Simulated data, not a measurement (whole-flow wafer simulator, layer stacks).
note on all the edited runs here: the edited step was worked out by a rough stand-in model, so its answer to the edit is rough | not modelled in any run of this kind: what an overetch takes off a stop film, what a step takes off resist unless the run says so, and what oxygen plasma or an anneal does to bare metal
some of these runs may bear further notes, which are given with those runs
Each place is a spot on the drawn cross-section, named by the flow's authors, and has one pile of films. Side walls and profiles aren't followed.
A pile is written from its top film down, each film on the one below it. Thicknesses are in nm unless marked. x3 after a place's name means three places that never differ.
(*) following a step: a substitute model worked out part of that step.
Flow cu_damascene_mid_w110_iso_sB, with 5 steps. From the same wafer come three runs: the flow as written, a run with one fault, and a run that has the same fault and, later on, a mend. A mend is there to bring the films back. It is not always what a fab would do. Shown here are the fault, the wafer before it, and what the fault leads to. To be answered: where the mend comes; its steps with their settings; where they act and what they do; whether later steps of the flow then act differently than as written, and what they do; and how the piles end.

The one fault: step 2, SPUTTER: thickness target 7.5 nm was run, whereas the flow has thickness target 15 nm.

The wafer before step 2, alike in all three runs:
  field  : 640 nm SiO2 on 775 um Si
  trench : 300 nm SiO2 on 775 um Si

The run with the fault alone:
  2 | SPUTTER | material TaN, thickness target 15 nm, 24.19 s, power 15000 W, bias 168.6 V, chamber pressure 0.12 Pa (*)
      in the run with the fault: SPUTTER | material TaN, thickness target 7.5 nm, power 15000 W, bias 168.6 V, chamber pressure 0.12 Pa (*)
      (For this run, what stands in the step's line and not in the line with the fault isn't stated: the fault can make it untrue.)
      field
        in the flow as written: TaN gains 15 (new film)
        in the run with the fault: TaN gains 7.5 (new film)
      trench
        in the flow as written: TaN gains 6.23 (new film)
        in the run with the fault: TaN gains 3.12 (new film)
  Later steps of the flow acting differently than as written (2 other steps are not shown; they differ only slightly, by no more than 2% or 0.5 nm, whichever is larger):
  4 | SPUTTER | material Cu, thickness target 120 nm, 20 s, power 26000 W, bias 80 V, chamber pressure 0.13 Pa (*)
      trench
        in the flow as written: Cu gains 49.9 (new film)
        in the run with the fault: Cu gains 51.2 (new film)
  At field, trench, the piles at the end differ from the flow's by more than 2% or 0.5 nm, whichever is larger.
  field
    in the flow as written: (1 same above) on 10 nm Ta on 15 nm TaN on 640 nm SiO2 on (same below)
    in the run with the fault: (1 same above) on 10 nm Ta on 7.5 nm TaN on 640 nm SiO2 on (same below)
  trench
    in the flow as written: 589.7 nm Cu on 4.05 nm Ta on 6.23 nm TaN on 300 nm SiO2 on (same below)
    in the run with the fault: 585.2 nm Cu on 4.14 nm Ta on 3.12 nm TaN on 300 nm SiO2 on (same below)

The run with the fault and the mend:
  The mend stands after step 2.
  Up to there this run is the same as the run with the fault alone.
  2a | SPUTTER | material TaN, thickness target 7.5 nm, power 15000 W, bias 168.6 V, chamber pressure 0.12 Pa (*) (the flow's step 2, run once more with other settings)
      field
        TaN gains 7.5
      trench
        TaN gains 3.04
  Later steps of the flow that are run all act as written at every place that is followed, up to a difference of at most 2% or 0.5 nm, whichever is larger.
  The piles end only slightly different from the flow's at the places that both follow, by no more than 2% or 0.5 nm, whichever is larger.
